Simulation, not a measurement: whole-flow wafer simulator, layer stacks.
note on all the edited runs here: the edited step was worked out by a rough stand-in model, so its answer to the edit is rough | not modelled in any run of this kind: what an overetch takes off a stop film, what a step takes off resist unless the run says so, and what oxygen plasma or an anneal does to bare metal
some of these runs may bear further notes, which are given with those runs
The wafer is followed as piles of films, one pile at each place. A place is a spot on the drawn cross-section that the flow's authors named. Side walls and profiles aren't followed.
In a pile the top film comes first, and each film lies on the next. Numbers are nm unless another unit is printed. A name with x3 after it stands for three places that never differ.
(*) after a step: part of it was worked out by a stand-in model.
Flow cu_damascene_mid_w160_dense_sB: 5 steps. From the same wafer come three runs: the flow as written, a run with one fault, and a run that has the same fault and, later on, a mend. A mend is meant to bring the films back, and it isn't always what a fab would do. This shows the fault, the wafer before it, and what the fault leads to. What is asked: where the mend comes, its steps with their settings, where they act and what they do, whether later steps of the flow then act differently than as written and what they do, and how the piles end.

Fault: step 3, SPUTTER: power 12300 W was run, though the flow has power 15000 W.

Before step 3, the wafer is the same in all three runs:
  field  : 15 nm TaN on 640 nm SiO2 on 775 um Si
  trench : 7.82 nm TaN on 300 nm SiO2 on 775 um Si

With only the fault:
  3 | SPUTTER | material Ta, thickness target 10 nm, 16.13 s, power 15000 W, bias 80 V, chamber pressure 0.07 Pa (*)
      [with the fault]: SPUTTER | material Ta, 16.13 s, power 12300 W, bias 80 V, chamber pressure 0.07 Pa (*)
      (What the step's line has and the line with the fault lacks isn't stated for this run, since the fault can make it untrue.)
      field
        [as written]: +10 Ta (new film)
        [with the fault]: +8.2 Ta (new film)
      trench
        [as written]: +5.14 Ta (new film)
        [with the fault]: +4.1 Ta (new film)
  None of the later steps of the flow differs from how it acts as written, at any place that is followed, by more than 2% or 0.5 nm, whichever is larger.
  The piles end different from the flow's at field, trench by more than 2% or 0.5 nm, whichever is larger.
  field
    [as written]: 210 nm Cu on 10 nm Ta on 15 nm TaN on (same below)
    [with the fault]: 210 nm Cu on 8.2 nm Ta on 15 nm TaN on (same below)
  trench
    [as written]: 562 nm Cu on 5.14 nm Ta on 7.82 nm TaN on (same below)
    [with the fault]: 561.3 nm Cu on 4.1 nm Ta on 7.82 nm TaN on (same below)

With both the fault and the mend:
  After step 3 comes the mend.
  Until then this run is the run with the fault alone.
  3a | SPUTTER | material Ta, thickness target 1.844 nm, 2.974 s, power 15000 W, bias 80 V, chamber pressure 0.07 Pa (*) (the flow's step 3, run once more with other settings)
      field
        +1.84 Ta
      trench
        +0.93 Ta
  None of the later steps of the flow differs from how it acts as written, at any place that is followed, by more than 2% or 0.5 nm, whichever is larger.
  The piles end only slightly different from the flow's at the places that both follow, by no more than 2% or 0.5 nm, whichever is larger.
